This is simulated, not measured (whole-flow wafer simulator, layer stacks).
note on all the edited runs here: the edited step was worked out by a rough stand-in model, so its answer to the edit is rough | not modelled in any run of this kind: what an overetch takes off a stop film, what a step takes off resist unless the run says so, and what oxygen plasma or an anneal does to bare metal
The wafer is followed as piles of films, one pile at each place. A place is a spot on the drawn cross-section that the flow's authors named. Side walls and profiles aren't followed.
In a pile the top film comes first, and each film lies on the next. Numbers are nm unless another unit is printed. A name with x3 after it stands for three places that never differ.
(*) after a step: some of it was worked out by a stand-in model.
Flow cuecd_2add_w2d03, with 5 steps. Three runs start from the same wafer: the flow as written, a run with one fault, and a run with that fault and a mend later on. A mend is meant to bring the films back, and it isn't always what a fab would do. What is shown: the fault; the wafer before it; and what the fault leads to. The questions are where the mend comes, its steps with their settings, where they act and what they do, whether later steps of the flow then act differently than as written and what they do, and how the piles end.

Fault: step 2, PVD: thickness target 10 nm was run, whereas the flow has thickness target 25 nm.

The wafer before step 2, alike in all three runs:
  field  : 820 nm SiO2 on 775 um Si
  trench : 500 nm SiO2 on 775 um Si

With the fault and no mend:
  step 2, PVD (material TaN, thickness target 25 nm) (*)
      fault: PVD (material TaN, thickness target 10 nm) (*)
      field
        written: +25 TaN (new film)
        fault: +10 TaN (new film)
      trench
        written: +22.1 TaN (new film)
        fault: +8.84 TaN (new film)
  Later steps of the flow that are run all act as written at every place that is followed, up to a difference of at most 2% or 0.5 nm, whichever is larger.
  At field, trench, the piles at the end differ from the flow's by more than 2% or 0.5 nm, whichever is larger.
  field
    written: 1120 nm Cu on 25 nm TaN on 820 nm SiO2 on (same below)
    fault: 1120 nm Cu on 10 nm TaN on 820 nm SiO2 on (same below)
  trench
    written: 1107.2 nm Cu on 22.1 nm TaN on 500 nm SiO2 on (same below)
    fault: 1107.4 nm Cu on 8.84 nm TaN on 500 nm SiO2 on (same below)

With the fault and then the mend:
  The mend follows step 2.
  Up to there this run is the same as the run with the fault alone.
  step 2a, PVD (material TaN, thickness target 15 nm) (*) (a further turn of the flow's step 2, with different settings)
      field
        +15 TaN
      trench
        +13.2 TaN
  Later steps of the flow that are run all act as written at every place that is followed.
  The piles end the same as the flow's at every place that both follow.
